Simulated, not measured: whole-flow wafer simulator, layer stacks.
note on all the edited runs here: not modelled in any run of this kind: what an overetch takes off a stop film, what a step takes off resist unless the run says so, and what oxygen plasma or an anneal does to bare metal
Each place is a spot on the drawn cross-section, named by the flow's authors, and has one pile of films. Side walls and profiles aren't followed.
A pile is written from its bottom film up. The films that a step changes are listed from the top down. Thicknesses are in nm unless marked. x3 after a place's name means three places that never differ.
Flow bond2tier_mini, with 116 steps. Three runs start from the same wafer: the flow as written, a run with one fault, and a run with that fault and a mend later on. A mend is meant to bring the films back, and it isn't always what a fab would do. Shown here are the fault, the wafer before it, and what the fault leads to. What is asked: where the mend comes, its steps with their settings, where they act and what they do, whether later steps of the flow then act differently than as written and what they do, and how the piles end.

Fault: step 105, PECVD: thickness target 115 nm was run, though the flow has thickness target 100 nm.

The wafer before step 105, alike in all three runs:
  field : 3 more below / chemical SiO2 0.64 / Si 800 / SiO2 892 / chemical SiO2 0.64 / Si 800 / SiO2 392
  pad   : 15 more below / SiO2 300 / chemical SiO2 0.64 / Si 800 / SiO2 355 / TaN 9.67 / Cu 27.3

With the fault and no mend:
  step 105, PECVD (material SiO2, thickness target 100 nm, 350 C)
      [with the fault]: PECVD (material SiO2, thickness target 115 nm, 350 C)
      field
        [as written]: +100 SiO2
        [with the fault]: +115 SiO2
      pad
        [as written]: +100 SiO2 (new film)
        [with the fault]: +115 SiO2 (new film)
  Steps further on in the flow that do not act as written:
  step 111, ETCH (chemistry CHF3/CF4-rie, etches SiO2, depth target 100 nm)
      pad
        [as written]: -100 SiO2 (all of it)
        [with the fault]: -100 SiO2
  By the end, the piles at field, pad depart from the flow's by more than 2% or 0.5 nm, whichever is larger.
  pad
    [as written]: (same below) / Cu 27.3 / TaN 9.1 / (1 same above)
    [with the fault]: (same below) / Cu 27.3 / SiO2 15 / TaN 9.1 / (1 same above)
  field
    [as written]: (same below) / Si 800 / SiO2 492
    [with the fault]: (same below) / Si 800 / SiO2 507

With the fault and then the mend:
  After step 110 comes the mend.
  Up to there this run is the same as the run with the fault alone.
  step 111, ETCH (chemistry CHF3/CF4-rie, etches SiO2, depth target 115 nm) (the flow's step 111, where the flow has depth target 100 nm)
      field
        -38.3 KrF resist
      pad
        -115 SiO2 (all of it)
  Steps further on in the flow that do not act as written (not shown: 3 more steps that differ only slightly, by at most 2% or 0.5 nm, whichever is larger):
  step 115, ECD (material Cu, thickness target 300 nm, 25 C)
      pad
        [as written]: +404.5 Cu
        [with the mend]: +420.1 Cu
  By the end, the piles at field, pad depart from the flow's by more than 2% or 0.5 nm, whichever is larger.
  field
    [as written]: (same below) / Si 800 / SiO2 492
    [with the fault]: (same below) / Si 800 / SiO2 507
    [with the mend]: (same below) / Si 800 / SiO2 507
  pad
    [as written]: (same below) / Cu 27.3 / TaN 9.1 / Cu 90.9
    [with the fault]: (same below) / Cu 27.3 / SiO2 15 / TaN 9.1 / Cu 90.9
    [with the mend]: (same below) / Cu 27.3 / TaN 8.98 / Cu 106
